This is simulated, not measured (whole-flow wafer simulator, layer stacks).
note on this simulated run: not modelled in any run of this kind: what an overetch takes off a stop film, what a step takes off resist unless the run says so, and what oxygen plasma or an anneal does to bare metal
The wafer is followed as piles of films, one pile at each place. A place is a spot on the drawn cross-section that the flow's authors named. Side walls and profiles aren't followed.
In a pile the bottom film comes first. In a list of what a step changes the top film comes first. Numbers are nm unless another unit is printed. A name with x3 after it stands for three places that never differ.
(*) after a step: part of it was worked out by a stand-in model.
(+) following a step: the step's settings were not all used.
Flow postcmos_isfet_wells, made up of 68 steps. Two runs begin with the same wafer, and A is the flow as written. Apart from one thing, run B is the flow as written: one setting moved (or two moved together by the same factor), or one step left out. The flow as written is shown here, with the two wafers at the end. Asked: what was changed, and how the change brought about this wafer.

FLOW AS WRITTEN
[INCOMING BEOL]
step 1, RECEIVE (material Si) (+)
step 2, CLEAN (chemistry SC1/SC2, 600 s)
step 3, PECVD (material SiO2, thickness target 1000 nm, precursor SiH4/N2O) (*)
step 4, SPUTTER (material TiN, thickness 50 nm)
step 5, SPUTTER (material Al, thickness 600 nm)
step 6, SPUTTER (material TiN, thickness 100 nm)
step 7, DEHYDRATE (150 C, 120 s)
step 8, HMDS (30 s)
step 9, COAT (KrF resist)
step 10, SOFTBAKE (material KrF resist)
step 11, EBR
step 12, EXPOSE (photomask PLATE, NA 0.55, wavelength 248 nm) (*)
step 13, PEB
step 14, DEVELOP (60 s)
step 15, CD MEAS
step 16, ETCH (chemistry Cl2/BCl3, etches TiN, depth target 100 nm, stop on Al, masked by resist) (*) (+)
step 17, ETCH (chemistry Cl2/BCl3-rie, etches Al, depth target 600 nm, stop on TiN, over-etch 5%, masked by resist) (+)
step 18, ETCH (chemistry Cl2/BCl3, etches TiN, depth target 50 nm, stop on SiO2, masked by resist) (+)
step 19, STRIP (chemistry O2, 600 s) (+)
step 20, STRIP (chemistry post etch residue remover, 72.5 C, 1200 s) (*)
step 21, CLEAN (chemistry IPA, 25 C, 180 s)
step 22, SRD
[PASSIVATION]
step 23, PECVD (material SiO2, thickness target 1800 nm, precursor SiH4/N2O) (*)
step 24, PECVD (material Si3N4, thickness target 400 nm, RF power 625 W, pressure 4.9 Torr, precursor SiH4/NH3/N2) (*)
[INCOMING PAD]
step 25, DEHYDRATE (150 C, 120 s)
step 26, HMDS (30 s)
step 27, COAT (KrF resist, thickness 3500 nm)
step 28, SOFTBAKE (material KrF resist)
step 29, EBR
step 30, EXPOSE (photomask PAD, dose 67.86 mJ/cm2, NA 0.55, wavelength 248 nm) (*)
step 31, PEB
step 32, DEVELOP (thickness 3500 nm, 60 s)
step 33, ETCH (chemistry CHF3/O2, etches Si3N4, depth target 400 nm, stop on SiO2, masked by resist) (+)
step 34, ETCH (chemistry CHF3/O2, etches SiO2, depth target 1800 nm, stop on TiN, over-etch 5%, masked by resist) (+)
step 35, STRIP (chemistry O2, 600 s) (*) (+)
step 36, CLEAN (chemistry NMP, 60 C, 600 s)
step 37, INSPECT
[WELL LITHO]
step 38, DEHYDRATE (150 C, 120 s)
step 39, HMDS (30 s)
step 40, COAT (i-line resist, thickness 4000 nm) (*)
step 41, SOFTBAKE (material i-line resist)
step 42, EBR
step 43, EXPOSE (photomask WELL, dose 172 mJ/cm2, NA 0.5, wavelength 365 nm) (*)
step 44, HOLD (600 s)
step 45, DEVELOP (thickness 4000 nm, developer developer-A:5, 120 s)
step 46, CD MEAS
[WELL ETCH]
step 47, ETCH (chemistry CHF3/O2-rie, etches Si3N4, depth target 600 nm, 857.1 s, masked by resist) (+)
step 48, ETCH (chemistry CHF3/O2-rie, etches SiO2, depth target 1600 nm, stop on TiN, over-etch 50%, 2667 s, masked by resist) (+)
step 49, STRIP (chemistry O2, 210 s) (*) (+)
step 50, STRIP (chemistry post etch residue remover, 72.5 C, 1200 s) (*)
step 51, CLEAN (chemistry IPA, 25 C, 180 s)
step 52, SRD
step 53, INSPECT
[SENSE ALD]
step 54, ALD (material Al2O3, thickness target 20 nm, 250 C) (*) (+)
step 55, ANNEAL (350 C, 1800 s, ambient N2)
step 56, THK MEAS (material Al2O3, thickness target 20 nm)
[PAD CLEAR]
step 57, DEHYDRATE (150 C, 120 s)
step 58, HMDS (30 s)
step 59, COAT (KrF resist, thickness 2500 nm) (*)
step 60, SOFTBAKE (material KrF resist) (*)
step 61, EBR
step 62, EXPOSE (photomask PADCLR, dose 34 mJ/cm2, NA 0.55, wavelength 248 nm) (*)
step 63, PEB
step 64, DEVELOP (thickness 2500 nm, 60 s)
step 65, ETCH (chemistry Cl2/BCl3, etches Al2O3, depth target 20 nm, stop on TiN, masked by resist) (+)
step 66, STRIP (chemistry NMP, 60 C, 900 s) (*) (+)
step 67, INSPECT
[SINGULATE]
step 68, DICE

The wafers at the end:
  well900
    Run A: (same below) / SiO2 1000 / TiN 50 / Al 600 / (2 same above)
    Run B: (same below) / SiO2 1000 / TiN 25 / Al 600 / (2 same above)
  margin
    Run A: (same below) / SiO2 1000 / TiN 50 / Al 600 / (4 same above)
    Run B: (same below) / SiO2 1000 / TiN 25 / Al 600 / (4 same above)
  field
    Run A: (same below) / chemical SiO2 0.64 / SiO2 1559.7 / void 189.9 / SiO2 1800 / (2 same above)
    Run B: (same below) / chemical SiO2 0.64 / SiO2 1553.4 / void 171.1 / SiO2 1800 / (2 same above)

Cause: step 4, SPUTTER: thickness 25 nm was run, though the flow has thickness 50 nm.
One can read it off the wafer: well900 has TiN 25, and step 4 as written asks for 50 nm.

The path from the change to this, step by step:
  step 4, SPUTTER (material TiN, thickness 50 nm)
      field, margin, well900, well1300 x3, pad_rim, pad_clr, pad_open: A TiN gains 50 (new film) | B TiN gains 25 (new film)
  step 18, ETCH (chemistry Cl2/BCl3, etches TiN, depth target 50 nm, stop on SiO2, masked by resist) (+)
      margin, well900, well1300 x3, pad_rim, pad_clr, pad_open: A KrF resist loses 20 | B KrF resist loses 15
      field: A TiN loses 50 (all of it) | B TiN loses 25 (all of it)
  step 23, PECVD (material SiO2, thickness target 1800 nm, precursor SiH4/N2O) (*)
      field: A SiO2 gains 1800 (new film), void gains 189.9 (new film), SiO2 gains 559.7 | B SiO2 gains 1800 (new film), void gains 171.1 (new film), SiO2 gains 553.4
